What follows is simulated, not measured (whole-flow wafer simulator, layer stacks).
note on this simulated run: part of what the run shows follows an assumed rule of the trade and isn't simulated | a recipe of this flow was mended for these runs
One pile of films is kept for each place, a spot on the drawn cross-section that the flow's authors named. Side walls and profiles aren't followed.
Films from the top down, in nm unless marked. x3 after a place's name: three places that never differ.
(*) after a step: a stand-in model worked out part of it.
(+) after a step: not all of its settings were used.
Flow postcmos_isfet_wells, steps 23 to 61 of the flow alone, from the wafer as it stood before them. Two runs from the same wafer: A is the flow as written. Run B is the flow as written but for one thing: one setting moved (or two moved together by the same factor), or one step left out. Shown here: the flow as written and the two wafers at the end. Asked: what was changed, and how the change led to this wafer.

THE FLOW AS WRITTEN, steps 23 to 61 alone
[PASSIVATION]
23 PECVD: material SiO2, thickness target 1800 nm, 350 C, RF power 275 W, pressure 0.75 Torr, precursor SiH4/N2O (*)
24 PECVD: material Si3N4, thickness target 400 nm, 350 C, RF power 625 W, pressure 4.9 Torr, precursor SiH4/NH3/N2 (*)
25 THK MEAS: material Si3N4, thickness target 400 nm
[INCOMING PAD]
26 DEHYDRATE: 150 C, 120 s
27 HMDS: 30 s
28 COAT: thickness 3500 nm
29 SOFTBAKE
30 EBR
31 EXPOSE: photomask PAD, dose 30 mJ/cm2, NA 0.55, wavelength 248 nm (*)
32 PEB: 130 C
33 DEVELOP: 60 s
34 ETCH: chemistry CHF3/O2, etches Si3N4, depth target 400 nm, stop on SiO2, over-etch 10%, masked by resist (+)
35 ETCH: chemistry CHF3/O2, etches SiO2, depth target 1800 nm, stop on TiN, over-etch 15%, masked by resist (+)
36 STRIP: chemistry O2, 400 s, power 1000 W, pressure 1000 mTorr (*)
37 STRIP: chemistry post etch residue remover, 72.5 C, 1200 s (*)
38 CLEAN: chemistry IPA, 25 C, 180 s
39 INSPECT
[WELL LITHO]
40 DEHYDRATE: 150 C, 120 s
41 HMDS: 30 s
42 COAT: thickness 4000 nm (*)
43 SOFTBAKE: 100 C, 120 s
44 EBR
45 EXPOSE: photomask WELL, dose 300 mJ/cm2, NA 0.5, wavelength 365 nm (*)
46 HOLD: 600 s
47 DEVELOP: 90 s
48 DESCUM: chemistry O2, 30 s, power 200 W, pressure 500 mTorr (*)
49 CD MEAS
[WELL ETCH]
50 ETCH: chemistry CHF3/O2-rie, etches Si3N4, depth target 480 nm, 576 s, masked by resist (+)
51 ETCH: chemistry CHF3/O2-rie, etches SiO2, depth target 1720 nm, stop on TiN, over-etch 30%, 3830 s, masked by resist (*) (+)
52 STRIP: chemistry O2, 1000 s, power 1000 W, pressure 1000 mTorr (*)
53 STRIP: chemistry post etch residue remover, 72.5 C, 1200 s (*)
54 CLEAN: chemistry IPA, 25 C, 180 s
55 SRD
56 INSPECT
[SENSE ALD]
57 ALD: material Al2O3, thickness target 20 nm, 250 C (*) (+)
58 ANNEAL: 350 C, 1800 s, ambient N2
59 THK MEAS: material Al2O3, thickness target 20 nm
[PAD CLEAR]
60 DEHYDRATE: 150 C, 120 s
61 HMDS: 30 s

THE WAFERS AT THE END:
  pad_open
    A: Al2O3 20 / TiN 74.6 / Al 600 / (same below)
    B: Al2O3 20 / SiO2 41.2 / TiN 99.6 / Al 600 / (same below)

The cause: step 35, ETCH: depth target 1512 nm was run, where the flow has depth target 1800 nm.

How the change led to this, step by step:
  35 ETCH: chemistry CHF3/O2, etches SiO2, depth target 1800 nm, stop on TiN, over-etch 15%, masked by resist (+)
      pad_open: A SiO2 -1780 (all of it), TiN -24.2 | B SiO2 -1738.8
      field, margin x2, well900 x4, pad_clr: A thick-KrF-resist -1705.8 | B thick-KrF-resist -1449
  36 STRIP: chemistry O2, 400 s, power 1000 W, pressure 1000 mTorr (*)
      field, margin x2, well900 x4, pad_clr: A thick-KrF-resist -1382.5 (all of it) | B thick-KrF-resist -1639.4 (all of it)
  43 SOFTBAKE: 100 C, 120 s
      pad_clr: A thick-g/i-line-resist -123 | B thick-g/i-line-resist -117.8
      pad_open: A thick-g/i-line-resist +73 | B thick-g/i-line-resist +71.3
